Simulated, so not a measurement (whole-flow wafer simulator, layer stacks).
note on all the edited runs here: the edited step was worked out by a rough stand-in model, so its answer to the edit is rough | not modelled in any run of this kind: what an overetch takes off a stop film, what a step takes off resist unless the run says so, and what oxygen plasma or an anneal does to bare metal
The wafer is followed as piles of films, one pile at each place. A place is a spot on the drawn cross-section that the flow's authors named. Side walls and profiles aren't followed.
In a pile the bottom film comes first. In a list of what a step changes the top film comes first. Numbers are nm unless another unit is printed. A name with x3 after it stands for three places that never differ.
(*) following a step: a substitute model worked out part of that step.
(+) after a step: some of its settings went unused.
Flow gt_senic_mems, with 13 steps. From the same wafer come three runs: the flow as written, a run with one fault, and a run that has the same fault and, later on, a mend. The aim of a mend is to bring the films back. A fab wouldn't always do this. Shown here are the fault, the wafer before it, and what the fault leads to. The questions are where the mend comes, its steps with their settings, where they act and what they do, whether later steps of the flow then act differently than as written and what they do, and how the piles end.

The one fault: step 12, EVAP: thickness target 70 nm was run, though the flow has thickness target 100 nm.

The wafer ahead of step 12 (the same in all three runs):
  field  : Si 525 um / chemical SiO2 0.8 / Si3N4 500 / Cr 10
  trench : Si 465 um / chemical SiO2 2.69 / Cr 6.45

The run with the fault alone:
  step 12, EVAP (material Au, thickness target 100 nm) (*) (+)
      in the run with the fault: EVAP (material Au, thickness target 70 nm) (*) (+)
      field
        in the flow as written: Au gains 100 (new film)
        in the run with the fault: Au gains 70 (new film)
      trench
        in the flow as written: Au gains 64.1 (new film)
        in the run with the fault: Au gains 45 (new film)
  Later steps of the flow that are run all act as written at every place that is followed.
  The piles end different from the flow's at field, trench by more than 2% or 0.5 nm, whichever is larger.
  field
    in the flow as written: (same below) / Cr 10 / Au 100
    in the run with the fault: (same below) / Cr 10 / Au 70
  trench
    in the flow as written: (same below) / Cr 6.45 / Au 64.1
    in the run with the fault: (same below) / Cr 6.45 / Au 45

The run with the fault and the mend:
  The mend stands after step 13.
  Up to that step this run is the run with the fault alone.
  step 13a, EVAP (material Au, thickness target 30 nm) (*) (+) (the flow's step 12, run once more with other settings)
      field
        Au gains 30
      trench
        Au gains 19.3
  Later steps of the flow that are run all act as written at every place that is followed.
  The piles end only slightly different from the flow's at the places that both follow, by no more than 2% or 0.5 nm, whichever is larger.
